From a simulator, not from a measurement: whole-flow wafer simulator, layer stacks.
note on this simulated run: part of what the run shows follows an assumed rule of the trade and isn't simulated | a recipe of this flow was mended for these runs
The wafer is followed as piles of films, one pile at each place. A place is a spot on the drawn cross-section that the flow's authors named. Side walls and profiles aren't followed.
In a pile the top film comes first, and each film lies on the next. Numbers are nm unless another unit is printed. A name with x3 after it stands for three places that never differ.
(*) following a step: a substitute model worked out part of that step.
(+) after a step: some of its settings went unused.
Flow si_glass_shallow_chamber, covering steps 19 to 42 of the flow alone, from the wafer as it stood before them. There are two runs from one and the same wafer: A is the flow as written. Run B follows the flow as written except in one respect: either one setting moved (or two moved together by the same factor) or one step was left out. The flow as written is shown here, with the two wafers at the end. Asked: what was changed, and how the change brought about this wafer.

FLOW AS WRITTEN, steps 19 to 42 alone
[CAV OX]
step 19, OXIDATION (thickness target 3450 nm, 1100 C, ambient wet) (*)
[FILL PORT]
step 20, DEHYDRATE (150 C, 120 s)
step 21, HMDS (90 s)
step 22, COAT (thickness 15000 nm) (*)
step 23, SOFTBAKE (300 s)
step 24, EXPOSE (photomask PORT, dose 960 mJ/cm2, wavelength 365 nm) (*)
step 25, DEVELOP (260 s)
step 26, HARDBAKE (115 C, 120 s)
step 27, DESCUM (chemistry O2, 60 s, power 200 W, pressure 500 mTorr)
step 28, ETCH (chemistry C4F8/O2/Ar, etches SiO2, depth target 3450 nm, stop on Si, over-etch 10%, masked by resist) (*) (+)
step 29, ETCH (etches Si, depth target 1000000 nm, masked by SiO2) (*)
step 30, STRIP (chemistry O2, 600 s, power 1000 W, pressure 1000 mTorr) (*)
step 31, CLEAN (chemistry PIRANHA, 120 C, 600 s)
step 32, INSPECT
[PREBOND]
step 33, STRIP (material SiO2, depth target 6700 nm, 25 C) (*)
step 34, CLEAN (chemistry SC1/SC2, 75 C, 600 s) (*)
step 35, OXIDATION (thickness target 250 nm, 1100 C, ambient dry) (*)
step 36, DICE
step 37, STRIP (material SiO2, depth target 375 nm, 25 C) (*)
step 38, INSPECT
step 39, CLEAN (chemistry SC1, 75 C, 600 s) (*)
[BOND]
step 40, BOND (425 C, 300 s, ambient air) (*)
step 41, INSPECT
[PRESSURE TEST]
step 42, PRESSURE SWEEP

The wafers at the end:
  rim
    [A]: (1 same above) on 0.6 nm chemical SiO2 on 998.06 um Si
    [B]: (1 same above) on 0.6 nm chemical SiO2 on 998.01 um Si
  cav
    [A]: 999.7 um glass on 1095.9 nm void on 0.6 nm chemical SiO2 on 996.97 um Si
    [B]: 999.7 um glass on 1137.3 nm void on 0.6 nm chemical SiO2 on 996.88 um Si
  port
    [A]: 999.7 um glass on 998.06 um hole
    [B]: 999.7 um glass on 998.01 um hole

Cause: step 19, OXIDATION: 1123 C was run, while the flow as written has 1100 C.

Step by step, how the change led to this:
  step 19, OXIDATION (thickness target 3450 nm, 1100 C, ambient wet) (*)
      rim, ramp, septum, ring: A SiO2 gains 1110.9, Si loses 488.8 | B SiO2 gains 1228.7, Si loses 540.6
      cav, port: A SiO2 gains 3450 (new film), chemical SiO2 loses 0.6 (all of it), Si loses 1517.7 | B SiO2 gains 3661.9 (new film), chemical SiO2 loses 0.6 (all of it), Si loses 1611
  step 22, COAT (thickness 15000 nm) (*)
      rim: A thick-i-line-resist gains 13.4 um (new film) | B thick-i-line-resist gains 13.42 um (new film)
      ramp: A thick-i-line-resist gains 12.89 um (new film) | B thick-i-line-resist gains 12.92 um (new film)
      (and at 1 other place as well)
  step 25, DEVELOP (260 s)
      port: A thick-i-line-resist loses 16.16 um (all of it) | B thick-i-line-resist loses 16.14 um (all of it)
  step 28, ETCH (chemistry C4F8/O2/Ar, etches SiO2, depth target 3450 nm, stop on Si, over-etch 10%, masked by resist) (*) (+)
      port: A SiO2 loses 3450 (all of it), Si loses 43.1 | B SiO2 loses 3661.9 (all of it), Si loses 16.6
  step 29, ETCH (etches Si, depth target 1000000 nm, masked by SiO2) (*)
      rim, ramp: A thick-i-line-resist loses 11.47 um (all of it), SiO2 loses 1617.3 | B thick-i-line-resist loses 11.51 um (all of it), SiO2 loses 1598
      port: A hole gains 997.05 um (new film), Si loses 997.05 um (all of it) | B hole gains 996.98 um (new film), Si loses 996.98 um (all of it)
      (and at 1 other place as well)
  step 30, STRIP (chemistry O2, 600 s, power 1000 W, pressure 1000 mTorr) (*)
      cav: A thick-i-line-resist loses 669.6 (all of it) | B thick-i-line-resist loses 653.6 (all of it)
  step 33, STRIP (material SiO2, depth target 6700 nm, 25 C) (*)
      rim, ramp: A SiO2 loses 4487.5 (all of it) | B SiO2 loses 4624.6 (all of it)
      cav: A SiO2 loses 3450 (all of it) | B SiO2 loses 3661.9 (all of it)
      (and at 2 other places as well)
  step 40, BOND (425 C, 300 s, ambient air) (*)
      cav: A glass gains 999.7 um (new film), void gains 1095.9 (new film) | B glass gains 999.7 um (new film), void gains 1137.3 (new film)
